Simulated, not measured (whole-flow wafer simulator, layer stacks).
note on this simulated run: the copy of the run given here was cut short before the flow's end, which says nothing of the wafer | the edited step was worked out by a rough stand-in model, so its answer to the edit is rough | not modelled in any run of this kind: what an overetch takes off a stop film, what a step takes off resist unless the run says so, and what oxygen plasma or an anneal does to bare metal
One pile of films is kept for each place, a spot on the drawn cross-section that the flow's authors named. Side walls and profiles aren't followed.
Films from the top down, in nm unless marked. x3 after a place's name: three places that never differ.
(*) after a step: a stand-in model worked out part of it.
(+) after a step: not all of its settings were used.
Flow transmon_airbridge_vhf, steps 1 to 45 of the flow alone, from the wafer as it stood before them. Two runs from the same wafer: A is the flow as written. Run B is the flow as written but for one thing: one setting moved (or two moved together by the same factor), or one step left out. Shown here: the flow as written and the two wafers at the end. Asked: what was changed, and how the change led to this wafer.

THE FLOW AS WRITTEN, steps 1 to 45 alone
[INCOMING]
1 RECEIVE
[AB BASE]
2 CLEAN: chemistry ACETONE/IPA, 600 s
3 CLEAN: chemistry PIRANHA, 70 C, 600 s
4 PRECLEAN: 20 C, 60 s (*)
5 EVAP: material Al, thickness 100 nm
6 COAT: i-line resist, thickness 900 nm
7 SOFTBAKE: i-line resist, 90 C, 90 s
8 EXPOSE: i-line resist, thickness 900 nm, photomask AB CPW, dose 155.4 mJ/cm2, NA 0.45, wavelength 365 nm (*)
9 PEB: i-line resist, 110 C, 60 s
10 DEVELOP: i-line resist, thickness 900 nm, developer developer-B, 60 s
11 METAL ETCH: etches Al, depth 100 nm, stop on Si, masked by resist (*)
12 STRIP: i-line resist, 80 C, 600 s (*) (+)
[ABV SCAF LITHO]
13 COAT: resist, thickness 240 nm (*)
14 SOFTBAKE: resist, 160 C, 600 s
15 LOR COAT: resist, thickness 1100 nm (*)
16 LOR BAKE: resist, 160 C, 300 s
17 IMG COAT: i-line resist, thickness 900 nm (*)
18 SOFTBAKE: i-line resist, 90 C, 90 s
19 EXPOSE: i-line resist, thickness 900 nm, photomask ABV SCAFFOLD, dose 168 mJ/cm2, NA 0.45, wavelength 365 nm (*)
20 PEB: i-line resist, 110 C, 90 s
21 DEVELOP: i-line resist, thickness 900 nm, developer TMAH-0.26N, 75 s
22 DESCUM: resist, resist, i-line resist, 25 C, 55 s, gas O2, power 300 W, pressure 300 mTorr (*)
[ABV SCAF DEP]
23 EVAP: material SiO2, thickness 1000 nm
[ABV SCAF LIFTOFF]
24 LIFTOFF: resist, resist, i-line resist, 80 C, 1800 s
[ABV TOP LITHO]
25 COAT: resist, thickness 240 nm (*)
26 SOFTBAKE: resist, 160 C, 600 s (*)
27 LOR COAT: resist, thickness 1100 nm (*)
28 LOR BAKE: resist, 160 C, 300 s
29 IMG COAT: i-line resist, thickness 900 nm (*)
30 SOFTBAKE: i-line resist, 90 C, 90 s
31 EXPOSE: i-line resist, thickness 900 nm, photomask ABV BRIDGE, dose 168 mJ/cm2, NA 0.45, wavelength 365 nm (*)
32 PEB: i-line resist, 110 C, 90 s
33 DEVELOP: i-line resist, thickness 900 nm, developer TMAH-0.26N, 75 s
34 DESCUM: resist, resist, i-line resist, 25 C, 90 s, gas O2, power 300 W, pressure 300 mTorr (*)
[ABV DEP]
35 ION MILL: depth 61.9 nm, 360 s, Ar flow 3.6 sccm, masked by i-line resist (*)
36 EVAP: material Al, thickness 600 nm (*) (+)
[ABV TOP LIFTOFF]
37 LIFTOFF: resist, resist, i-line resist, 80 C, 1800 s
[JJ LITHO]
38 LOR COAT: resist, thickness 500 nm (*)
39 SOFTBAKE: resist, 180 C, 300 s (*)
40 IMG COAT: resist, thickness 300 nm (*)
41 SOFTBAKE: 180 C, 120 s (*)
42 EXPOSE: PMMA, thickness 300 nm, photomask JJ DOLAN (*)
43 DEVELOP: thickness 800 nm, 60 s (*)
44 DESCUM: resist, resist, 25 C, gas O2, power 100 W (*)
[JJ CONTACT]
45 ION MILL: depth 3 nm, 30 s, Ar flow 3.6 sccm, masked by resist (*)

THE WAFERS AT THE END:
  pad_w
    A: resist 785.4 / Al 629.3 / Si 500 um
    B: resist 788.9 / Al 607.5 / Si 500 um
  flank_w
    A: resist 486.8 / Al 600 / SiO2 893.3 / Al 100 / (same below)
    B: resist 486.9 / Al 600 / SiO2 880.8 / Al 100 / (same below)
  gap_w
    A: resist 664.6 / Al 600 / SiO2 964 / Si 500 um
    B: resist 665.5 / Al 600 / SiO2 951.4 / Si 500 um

The cause: step 35, ION MILL: 486 s was run, where the flow has 360 s.

How the change led to this, step by step:
  35 ION MILL: depth 61.9 nm, 360 s, Ar flow 3.6 sccm, masked by i-line resist (*)
      field x3, jj_line, ground_far, trace_open_s x2, margin_s, margin_n: A i-line resist -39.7 | B i-line resist -53.6
      flank_w, gap_w, cpw_trace, gap_e, flank_e, bridge_strip: A SiO2 -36 | B SiO2 -48.6
      (and at 2 more places)
  37 LIFTOFF: resist, resist, i-line resist, 80 C, 1800 s
      field x3, jj_line, trace_open_s x2: A Al -600 (all of it), i-line resist -600 (all of it), resist -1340 (all of it) | B Al -600 (all of it), i-line resist -586.1 (all of it), resist -1340 (all of it)
      margin_s, margin_n: A Al -600 (all of it), i-line resist -318.3 (all of it), resist -992 (all of it) | B Al -600 (all of it), i-line resist -304.4 (all of it), resist -992 (all of it)
